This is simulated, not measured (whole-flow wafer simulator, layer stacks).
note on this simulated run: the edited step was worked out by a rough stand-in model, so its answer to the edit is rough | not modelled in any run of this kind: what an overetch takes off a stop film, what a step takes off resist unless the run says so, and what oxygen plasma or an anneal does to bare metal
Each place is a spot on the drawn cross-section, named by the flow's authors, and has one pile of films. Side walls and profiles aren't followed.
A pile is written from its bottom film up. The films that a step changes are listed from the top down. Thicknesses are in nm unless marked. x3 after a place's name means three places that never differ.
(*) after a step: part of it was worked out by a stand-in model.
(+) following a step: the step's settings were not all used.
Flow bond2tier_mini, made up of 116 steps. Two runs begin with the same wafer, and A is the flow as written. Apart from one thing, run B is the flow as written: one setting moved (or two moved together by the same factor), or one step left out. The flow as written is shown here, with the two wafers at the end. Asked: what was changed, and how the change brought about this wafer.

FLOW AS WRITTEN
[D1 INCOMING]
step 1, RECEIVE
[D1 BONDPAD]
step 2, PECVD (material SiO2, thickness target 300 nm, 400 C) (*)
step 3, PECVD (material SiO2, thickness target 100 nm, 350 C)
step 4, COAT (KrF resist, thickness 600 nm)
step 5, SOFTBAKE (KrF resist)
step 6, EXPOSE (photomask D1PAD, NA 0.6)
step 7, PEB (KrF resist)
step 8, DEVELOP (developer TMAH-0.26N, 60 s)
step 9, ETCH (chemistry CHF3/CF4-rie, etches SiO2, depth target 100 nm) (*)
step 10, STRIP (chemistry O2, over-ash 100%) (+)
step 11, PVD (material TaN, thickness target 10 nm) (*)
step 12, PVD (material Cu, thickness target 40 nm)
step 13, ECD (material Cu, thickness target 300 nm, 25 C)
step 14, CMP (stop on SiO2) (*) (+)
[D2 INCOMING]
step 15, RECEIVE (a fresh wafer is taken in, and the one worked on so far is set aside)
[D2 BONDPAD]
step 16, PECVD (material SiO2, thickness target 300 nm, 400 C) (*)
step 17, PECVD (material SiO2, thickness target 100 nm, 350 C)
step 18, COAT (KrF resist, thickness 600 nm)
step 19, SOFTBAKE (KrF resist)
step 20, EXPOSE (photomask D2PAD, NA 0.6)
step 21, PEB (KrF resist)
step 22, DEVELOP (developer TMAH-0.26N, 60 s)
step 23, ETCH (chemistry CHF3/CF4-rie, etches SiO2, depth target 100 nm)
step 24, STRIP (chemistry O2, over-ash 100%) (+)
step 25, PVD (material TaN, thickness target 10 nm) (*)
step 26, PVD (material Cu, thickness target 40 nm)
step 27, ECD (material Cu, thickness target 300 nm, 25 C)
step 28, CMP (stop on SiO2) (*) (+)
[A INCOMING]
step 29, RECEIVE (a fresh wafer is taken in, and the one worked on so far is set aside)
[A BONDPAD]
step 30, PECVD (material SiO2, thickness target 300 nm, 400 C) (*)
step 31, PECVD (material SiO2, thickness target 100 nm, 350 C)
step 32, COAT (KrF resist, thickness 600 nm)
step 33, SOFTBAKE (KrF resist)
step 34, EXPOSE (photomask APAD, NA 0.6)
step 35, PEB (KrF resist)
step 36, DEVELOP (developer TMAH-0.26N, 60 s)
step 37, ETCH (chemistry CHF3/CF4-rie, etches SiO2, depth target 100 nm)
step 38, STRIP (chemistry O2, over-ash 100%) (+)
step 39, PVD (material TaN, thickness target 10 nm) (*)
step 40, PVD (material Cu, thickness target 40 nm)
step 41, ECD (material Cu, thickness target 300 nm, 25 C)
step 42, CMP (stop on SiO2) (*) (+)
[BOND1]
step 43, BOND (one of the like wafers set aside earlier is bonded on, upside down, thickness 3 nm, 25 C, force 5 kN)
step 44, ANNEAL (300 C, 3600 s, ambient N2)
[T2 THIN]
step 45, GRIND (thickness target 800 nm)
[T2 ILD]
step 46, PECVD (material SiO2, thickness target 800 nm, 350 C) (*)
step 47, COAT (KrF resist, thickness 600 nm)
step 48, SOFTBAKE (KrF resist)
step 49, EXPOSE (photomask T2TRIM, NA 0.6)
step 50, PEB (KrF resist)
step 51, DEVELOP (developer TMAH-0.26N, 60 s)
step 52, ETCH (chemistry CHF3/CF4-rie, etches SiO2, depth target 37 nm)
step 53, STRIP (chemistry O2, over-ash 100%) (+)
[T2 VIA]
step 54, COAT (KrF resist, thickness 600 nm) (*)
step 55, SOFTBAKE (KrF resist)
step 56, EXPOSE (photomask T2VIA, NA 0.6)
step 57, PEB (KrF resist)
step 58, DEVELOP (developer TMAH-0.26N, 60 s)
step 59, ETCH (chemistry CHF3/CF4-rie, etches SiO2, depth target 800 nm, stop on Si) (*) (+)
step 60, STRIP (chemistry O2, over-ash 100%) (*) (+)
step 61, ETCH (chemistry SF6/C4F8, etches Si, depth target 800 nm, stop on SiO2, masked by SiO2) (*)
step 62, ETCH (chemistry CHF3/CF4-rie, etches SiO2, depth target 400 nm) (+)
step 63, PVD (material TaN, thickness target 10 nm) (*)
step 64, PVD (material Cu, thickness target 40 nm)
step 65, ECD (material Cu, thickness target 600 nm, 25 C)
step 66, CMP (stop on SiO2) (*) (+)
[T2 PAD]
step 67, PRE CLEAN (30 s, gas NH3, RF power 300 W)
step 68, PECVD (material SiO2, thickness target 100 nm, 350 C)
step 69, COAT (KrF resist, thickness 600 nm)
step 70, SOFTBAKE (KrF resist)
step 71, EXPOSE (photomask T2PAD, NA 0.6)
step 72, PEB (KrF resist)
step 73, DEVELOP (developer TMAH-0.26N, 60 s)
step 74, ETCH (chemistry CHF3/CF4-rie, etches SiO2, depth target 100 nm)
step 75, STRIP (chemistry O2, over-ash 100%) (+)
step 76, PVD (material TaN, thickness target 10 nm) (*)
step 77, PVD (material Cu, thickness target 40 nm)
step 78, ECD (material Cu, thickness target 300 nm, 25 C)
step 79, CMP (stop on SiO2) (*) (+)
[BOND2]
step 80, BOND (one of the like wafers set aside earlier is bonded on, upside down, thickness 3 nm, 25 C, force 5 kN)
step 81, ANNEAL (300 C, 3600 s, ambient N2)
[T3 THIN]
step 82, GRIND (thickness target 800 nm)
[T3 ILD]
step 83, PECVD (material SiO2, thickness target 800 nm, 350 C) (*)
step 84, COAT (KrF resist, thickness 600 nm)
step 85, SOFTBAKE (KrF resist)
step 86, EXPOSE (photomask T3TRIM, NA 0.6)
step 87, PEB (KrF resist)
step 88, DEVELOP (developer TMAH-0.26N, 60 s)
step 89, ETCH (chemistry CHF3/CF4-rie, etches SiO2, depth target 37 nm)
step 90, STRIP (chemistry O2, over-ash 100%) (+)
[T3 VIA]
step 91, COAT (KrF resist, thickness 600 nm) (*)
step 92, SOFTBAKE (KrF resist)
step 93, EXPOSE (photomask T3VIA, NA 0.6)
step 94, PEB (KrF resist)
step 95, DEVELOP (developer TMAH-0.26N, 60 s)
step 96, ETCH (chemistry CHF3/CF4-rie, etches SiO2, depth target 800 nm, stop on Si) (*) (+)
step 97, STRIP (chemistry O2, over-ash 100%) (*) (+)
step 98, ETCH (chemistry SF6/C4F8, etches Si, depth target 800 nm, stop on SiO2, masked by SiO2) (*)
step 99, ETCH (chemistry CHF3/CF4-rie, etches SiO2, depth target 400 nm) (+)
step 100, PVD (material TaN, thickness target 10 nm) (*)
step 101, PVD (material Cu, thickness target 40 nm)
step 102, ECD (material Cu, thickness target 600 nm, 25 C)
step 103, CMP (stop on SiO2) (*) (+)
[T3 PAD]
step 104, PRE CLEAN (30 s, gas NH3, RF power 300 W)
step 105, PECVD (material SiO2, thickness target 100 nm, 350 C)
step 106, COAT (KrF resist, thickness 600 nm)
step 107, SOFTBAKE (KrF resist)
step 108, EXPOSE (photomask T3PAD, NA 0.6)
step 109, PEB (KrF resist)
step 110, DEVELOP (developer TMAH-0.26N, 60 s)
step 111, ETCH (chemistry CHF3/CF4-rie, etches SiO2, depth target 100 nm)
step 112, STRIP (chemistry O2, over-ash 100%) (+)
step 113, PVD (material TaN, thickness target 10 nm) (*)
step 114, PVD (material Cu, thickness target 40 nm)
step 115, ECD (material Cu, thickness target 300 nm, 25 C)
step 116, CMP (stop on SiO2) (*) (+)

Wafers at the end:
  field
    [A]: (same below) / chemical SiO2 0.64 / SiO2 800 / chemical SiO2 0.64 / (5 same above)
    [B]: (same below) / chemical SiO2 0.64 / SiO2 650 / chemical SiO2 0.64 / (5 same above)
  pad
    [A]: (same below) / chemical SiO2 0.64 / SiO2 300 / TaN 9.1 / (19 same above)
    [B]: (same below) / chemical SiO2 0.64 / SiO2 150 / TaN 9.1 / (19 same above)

What caused this: step 30, PECVD: thickness target 150 nm was run, whereas the flow has thickness target 300 nm.
The wafer lets one read it off: pad has SiO2 150, and step 30 as written asks for 300 nm.

How this came from the change, step by step:
  step 30, PECVD (material SiO2, thickness target 300 nm, 400 C) (*)
      field, pad, via: A SiO2 gains 300 (new film) | B SiO2 gains 150 (new film)
